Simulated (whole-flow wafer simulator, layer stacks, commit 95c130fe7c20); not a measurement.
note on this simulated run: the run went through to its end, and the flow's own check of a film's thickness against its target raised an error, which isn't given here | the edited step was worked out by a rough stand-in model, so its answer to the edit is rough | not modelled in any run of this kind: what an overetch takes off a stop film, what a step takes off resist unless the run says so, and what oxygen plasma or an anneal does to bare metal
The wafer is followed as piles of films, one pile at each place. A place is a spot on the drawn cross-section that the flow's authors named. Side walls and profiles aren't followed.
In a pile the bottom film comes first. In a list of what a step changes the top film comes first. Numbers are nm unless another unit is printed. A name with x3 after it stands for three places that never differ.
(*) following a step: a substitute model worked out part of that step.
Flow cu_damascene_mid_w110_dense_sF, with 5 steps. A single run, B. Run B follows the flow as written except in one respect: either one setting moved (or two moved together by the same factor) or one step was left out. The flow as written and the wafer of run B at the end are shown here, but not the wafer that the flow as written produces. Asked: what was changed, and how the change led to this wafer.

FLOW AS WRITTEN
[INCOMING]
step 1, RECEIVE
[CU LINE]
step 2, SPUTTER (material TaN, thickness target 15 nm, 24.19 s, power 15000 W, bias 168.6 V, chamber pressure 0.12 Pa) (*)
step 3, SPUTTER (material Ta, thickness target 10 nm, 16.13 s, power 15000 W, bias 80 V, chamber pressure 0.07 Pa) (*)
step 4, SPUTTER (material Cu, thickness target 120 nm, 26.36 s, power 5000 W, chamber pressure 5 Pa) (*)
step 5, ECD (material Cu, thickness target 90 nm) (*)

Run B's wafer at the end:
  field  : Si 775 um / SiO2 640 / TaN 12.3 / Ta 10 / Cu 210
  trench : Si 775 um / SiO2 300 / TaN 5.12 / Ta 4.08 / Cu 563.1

Cause: step 2, SPUTTER: power 12330 W was run, though the flow has power 15000 W.

How this came from the change, step by step:
  step 2, SPUTTER (material TaN, thickness target 15 nm, 24.19 s, power 15000 W, bias 168.6 V, chamber pressure 0.12 Pa) (*)
      field: +12.3 TaN (new film) (as written it would have been: +15 TaN (new film))
      trench: +5.12 TaN (new film) (as written it would have been: +6.23 TaN (new film))
